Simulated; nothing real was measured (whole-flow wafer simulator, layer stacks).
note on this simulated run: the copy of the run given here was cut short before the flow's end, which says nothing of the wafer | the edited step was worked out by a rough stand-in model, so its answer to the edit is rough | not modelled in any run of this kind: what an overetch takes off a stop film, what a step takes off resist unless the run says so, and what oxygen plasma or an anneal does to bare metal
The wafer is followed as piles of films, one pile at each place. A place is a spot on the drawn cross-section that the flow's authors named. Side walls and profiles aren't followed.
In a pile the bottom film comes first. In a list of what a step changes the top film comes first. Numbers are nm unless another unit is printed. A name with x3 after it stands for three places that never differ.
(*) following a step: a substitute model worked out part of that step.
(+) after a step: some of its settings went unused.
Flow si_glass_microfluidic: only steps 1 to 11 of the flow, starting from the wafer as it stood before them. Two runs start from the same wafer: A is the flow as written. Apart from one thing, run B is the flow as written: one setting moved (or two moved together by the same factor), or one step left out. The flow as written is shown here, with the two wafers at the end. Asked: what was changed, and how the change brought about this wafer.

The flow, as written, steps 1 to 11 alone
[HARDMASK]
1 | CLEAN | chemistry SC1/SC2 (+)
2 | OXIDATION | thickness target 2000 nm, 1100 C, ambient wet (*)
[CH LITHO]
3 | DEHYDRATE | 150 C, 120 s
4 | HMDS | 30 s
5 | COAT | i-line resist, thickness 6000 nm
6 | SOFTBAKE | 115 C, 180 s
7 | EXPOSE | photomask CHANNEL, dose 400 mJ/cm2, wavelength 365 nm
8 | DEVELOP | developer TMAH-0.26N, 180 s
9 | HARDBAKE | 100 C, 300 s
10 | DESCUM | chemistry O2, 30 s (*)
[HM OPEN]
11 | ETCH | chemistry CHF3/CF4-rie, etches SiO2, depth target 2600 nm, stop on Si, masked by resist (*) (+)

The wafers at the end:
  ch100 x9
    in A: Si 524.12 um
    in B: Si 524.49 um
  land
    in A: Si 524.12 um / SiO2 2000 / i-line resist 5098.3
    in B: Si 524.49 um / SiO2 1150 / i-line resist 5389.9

What caused this: step 2, OXIDATION: thickness target 1150 nm was run, while the flow as written has thickness target 2000 nm.
One can read it off the wafer: land has SiO2 1150, and step 2 as written asks for 2000 nm.

The path from the change to this, step by step:
  2 | OXIDATION | thickness target 2000 nm, 1100 C, ambient wet (*)
      land, ch100 x9: A +2000 SiO2 (new film), -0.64 chemical SiO2 (all of it), -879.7 Si | B +1150 SiO2 (new film), -0.64 chemical SiO2 (all of it), -505.7 Si
  11 | ETCH | chemistry CHF3/CF4-rie, etches SiO2, depth target 2600 nm, stop on Si, masked by resist (*) (+)
      ch100 x9: A -2000 SiO2 (all of it) | B -1150 SiO2 (all of it)
      land: A -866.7 i-line resist | B -575 i-line resist
